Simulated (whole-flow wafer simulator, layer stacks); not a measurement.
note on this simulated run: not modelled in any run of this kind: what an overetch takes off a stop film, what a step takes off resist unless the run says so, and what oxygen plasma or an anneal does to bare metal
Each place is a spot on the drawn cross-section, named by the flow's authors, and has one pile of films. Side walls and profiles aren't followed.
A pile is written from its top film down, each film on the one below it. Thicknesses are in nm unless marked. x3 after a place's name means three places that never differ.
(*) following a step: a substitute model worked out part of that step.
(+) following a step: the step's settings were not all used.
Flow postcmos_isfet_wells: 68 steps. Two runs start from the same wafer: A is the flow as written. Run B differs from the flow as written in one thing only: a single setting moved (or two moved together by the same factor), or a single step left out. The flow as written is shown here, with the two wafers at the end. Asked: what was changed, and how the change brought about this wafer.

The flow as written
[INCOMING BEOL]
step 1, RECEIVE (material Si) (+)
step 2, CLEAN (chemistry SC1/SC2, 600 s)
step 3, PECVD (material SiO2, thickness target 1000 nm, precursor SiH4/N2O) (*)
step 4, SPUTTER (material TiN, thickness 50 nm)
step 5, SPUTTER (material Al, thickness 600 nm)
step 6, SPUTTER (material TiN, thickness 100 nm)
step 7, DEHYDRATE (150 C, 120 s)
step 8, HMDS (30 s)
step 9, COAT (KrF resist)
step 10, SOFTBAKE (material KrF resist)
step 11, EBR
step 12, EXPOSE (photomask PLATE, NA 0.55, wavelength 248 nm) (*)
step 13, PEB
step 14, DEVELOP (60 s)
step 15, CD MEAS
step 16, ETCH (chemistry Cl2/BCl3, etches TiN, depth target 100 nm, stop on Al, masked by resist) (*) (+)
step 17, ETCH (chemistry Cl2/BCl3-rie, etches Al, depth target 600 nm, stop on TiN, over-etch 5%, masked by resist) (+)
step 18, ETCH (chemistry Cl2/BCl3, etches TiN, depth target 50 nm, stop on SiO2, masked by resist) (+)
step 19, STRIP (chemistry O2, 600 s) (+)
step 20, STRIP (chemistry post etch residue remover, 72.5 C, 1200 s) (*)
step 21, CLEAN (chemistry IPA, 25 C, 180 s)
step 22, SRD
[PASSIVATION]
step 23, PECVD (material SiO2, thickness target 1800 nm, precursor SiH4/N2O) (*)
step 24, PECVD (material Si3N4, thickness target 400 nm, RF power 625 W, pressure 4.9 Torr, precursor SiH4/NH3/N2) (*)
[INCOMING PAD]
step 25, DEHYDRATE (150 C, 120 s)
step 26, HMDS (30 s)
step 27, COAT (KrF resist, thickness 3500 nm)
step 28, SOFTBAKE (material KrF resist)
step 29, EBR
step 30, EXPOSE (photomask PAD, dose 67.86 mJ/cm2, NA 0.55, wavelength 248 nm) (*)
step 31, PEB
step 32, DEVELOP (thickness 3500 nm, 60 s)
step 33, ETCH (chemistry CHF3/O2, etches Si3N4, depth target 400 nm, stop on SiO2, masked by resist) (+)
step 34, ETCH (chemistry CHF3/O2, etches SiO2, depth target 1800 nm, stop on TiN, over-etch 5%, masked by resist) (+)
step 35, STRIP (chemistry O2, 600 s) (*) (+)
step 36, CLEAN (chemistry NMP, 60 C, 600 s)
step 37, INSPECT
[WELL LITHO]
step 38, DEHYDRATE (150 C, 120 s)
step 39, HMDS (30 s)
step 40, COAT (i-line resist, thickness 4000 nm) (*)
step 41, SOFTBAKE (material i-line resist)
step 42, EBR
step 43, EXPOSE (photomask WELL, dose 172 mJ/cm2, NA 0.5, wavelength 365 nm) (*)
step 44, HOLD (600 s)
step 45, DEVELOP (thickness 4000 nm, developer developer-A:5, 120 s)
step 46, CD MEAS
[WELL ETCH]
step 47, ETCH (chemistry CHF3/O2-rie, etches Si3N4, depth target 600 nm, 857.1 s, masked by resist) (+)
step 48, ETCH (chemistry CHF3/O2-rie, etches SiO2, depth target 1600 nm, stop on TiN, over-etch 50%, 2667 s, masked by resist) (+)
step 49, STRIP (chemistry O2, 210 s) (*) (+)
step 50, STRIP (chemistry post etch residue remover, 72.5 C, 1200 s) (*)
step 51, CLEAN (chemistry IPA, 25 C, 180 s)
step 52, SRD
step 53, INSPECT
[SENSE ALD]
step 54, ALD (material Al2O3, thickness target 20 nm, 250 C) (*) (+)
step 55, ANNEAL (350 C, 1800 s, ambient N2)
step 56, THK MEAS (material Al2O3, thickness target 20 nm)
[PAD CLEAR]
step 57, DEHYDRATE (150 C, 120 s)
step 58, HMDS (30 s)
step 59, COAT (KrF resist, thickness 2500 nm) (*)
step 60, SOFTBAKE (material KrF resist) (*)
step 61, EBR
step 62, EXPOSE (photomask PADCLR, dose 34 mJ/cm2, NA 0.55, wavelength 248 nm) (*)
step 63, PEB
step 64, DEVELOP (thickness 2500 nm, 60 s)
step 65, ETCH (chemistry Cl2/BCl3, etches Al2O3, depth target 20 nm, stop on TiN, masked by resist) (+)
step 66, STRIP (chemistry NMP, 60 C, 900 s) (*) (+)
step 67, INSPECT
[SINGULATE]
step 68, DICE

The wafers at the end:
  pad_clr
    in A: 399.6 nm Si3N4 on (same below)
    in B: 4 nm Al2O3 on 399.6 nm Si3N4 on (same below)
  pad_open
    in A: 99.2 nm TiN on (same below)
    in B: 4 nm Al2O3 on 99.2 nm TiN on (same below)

Cause: step 65, ETCH: depth target 16 nm was run, though the flow has depth target 20 nm.

Step by step, how the change led to this:
  step 65, ETCH (chemistry Cl2/BCl3, etches Al2O3, depth target 20 nm, stop on TiN, masked by resist) (+)
      pad_clr, pad_open: A -20 Al2O3 (all of it) | B -16 Al2O3
      field, margin, pad_rim: A -25 KrF resist | B -20 KrF resist
